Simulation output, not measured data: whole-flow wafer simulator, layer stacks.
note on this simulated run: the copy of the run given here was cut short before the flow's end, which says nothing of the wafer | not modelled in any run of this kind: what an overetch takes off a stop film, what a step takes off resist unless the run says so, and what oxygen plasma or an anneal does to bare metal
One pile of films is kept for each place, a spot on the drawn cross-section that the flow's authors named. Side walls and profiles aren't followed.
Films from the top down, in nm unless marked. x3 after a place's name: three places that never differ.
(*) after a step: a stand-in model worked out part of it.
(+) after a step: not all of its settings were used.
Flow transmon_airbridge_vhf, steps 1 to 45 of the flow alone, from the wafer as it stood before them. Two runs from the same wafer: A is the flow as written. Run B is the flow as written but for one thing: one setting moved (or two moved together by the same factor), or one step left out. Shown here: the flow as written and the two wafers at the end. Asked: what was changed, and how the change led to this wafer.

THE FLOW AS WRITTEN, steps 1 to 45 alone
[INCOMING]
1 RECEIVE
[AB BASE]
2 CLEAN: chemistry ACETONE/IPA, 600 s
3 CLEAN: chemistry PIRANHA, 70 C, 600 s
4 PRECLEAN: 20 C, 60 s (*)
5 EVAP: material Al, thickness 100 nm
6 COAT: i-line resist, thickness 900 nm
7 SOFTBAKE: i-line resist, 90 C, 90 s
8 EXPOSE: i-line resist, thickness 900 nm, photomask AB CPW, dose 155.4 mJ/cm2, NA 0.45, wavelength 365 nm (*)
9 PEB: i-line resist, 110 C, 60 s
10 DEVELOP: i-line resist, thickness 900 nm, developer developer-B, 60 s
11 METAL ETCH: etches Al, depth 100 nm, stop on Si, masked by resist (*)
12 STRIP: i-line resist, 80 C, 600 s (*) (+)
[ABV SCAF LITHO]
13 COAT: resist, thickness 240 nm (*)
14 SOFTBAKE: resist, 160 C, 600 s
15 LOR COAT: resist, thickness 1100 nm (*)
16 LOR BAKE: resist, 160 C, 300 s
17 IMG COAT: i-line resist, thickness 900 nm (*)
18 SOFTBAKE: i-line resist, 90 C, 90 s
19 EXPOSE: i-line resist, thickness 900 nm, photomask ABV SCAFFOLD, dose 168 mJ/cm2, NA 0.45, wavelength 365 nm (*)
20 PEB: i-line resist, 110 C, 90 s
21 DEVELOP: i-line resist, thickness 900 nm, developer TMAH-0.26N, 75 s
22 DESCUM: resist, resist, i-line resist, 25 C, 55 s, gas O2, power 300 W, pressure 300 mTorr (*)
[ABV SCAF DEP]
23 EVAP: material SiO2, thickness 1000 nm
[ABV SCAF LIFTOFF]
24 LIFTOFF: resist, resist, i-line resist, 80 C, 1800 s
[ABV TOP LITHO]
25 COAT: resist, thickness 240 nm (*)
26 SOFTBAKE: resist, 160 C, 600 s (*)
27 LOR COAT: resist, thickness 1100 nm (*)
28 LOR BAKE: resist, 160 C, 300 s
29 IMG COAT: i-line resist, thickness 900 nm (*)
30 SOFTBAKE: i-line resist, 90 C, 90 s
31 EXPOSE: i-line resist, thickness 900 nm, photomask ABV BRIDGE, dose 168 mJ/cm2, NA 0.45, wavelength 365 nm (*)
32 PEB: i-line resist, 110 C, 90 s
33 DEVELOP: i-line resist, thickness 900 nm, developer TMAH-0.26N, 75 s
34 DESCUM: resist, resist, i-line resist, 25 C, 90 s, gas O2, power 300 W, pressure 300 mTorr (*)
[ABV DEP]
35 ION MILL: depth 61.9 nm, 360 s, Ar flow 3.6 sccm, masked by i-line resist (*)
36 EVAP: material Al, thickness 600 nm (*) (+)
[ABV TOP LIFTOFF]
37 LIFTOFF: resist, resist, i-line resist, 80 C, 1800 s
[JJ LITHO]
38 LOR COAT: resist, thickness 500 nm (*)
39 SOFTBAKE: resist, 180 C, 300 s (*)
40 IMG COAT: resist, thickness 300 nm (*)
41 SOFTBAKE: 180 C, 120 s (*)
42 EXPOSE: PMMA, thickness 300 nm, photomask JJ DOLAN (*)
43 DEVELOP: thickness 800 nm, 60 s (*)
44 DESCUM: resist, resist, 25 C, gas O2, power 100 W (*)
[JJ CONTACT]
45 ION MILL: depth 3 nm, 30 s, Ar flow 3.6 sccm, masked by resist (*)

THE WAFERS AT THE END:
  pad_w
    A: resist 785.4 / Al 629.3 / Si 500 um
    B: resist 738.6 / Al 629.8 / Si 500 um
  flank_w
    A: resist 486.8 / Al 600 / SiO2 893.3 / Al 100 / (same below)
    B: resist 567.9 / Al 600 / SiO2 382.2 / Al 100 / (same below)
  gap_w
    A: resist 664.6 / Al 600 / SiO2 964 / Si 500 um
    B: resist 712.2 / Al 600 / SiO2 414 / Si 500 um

The cause: step 23, EVAP: thickness 450 nm was run, where the flow has thickness 1000 nm.

How the change led to this, step by step:
  23 EVAP: material SiO2, thickness 1000 nm
      field x3, jj_line, ground_far and 10 more: A SiO2 +1000 (new film) | B SiO2 +450 (new film)
      flank_w, flank_e: A SiO2 +929.3 (new film) | B SiO2 +418.2 (new film)
  24 LIFTOFF: resist, resist, i-line resist, 80 C, 1800 s
      field x3, jj_line, trace_open_s x2: A SiO2 -1000 (all of it), i-line resist -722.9 (all of it), resist -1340 (all of it) | B SiO2 -450 (all of it), i-line resist -722.9 (all of it), resist -1340 (all of it)
      pad_w, pad_e: A SiO2 -1000 (all of it), i-line resist -718 (all of it), resist -1330.2 (all of it) | B SiO2 -450 (all of it), i-line resist -718 (all of it), resist -1330.2 (all of it)
      (and at 1 more place)
  25 COAT: resist, thickness 240 nm (*)
      flank_w, flank_e: A resist +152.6 (new film) | B resist +172.9 (new film)
      gap_w, gap_e: A resist +210.7 (new film) | B resist +233.7 (new film)
      (and at 6 more places)
  27 LOR COAT: resist, thickness 1100 nm (*)
      gap_w, gap_e: A resist +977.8 | B resist +1056.4
      margin_s, margin_n: A resist +823.4 | B resist +966.2
      (and at 6 more places)
  29 IMG COAT: i-line resist, thickness 900 nm (*)
      gap_w, gap_e: A i-line resist +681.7 (new film) | B i-line resist +816.9 (new film)
      margin_s, margin_n: A i-line resist +603.2 (new film) | B i-line resist +775.1 (new film)
      (and at 7 more places)
  30 SOFTBAKE: i-line resist, 90 C, 90 s
      flank_w, flank_e: A i-line resist -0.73 | B i-line resist -0.22
  32 PEB: i-line resist, 110 C, 90 s
      pad_w, pad_e: A i-line resist -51 | B i-line resist -48.2
      flank_w, flank_e: A i-line resist -38.3 | B i-line resist -43.6
      (and at 7 more places)
  33 DEVELOP: i-line resist, thickness 900 nm, developer TMAH-0.26N, 75 s
      gap_w, gap_e: A i-line resist -646.9 (all of it), resist -977.8 | B i-line resist -775 (all of it), resist -1056.4
      pad_w: A i-line resist -937.2 (all of it), resist -1247.8 | B i-line resist -888.9 (all of it), resist -1160.7
      (and at 5 more places)
  34 DESCUM: resist, resist, i-line resist, 25 C, 90 s, gas O2, power 300 W, pressure 300 mTorr (*)
      flank_w, flank_e: A resist -152.6 (all of it) | B resist -172.9 (all of it)
      gap_w, gap_e: A resist -210.7 (all of it) | B resist -233.7 (all of it)
      (and at 4 more places)
  37 LIFTOFF: resist, resist, i-line resist, 80 C, 1800 s
      margin_s, margin_n: A Al -600 (all of it), i-line resist -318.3 (all of it), resist -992 (all of it) | B Al -600 (all of it), i-line resist -481.4 (all of it), resist -1165.9 (all of it)
      ground_far: A Al -600 (all of it), i-line resist -717.9 (all of it), resist -1384.9 (all of it) | B Al -600 (all of it), i-line resist -649.4 (all of it), resist -1363.2 (all of it)
  38 LOR COAT: resist, thickness 500 nm (*)
      pad_w, pad_e: A resist +517 (new film) | B resist +485 (new film)
      flank_w, flank_e: A resist +306.5 (new film) | B resist +371.4 (new film)
      (and at 6 more places)
  40 IMG COAT: resist, thickness 300 nm (*)
      pad_w, pad_e: A resist +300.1 | B resist +285.4
      flank_w, flank_e: A resist +212.1 | B resist +228.3
      (and at 6 more places)
